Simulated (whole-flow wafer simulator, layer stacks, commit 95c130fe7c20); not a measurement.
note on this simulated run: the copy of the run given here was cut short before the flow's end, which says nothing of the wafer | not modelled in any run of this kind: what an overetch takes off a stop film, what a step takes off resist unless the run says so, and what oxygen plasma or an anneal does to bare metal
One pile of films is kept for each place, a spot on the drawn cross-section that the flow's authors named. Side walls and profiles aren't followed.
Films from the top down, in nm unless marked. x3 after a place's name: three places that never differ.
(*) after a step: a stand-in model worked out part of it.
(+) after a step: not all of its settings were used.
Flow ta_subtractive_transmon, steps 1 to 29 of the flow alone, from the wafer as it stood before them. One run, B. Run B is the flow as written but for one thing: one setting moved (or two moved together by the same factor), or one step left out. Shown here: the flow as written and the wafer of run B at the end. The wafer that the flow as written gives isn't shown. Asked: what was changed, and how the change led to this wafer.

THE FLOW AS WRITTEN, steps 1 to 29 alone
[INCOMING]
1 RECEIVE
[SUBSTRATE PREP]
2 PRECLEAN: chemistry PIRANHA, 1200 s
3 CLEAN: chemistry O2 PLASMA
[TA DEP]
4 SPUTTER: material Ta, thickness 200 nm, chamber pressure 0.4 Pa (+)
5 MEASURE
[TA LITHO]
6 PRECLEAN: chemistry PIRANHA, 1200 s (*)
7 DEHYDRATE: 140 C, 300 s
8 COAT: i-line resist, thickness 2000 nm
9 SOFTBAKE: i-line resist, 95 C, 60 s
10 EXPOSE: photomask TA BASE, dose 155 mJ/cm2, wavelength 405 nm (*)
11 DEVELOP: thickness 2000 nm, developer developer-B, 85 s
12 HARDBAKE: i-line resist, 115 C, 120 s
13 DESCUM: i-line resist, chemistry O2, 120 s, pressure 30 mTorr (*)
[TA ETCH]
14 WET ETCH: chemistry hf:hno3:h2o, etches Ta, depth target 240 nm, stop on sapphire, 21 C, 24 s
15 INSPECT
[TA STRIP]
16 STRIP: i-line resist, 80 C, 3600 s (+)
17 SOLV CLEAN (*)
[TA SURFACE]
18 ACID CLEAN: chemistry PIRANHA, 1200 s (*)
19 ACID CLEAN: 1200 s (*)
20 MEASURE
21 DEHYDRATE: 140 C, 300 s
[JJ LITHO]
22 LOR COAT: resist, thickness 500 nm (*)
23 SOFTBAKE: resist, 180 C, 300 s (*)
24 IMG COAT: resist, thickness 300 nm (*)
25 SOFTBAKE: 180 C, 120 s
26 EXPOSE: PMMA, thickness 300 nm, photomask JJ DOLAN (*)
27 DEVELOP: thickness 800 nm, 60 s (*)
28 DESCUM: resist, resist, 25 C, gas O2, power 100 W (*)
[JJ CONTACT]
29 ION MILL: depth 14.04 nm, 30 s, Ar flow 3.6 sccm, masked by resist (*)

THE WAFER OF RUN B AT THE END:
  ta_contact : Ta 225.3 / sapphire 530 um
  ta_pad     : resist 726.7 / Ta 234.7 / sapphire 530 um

The cause: step 4, SPUTTER: thickness 235 nm was run, where the flow has thickness 200 nm.

How the change led to this, step by step:
  4 SPUTTER: material Ta, thickness 200 nm, chamber pressure 0.4 Pa (+)
      field x2, jj_line, lead, ta_contact, ta_pad: Ta +235 (new film) (as written it would be: Ta +200 (new film))
  14 WET ETCH: chemistry hf:hno3:h2o, etches Ta, depth target 240 nm, stop on sapphire, 21 C, 24 s
      field x2, jj_line, lead: Ta -235 (all of it) (as written it would be: Ta -200 (all of it))
